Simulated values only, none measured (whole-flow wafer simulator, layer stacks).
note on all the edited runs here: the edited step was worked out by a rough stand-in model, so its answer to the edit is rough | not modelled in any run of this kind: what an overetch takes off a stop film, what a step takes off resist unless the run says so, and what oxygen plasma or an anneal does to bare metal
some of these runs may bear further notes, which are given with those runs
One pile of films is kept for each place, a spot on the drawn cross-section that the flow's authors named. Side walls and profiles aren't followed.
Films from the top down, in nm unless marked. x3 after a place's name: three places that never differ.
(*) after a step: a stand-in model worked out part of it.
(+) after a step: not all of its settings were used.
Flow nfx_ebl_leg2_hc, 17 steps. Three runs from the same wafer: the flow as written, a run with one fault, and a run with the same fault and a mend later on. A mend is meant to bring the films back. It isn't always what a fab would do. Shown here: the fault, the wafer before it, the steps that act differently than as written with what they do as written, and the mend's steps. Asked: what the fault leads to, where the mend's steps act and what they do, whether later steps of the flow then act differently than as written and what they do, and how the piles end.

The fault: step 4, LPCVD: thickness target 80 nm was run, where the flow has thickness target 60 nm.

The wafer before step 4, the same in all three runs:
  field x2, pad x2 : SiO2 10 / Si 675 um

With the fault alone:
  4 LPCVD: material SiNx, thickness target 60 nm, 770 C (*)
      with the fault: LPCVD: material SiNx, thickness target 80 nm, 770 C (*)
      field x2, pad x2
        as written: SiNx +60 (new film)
        with the fault: SiNx +80 (new film)
  Later steps of the flow that act differently than as written:
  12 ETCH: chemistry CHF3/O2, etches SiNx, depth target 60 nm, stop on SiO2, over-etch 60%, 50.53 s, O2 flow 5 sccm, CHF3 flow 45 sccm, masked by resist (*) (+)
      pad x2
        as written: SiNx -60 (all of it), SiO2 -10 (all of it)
        with the fault: SiNx -80 (all of it), SiO2 -8
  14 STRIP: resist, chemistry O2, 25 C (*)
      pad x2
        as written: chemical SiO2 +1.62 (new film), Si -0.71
        with the fault: nothing
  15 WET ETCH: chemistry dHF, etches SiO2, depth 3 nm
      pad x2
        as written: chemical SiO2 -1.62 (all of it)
        with the fault: SiO2 -2 (all of it)
  At the end the piles differ from the flow's by more than 2% or 0.5 nm, whichever is larger, at field x2.
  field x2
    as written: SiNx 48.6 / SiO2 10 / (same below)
    with the fault: SiNx 68.6 / SiO2 10 / (same below)

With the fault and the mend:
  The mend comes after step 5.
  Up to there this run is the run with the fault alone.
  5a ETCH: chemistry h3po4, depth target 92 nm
      field x2, pad x2
        SiNx -80 (all of it)
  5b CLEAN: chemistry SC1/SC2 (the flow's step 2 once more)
      changes no film at any place that is followed
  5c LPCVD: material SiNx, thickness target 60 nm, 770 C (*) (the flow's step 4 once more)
      field x2, pad x2
        SiNx +60 (new film)
  No later step of the flow acts differently than as written at any place that is followed.
  At the end the piles are the same as the flow's at every place that both follow.
